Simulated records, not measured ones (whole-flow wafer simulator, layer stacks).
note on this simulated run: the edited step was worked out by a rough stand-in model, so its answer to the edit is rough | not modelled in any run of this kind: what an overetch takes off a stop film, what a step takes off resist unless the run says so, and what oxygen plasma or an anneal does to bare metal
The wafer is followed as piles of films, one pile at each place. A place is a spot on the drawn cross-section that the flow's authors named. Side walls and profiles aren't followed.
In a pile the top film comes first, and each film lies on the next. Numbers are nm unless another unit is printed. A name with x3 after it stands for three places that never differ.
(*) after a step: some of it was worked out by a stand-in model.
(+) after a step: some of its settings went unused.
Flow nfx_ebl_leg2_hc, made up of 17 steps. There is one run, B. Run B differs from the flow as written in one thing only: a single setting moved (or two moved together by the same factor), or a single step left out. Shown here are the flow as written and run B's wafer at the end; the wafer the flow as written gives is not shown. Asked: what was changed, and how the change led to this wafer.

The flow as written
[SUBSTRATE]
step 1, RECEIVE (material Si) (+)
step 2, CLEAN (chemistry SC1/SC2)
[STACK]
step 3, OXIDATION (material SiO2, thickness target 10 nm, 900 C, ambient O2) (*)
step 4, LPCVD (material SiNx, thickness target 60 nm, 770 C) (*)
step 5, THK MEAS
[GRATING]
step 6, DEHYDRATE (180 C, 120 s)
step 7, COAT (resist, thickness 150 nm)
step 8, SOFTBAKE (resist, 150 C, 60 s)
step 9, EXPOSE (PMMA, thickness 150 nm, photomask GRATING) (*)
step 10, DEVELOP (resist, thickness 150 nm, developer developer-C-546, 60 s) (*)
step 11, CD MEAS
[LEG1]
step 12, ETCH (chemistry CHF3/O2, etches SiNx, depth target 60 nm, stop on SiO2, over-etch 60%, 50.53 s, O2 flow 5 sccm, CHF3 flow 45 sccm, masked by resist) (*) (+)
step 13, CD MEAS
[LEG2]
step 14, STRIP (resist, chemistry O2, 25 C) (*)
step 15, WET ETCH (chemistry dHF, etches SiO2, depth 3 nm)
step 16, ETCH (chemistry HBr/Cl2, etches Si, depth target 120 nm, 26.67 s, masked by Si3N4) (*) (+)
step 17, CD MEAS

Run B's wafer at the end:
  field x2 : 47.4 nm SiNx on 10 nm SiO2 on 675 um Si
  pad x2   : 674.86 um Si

What caused this: step 16, ETCH: depth target 132 nm was run, whereas the flow has depth target 120 nm; step 16, ETCH: 29.33 s was run, where the flow has 26.67 s.

How this came from the change, step by step:
  step 16, ETCH (chemistry HBr/Cl2, etches Si, depth target 120 nm, 26.67 s, masked by Si3N4) (*) (+)
      field x2: SiNx loses 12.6 (it would be, as written: SiNx loses 11.4)
      pad x2: Si loses 132 (it would be, as written: Si loses 120)
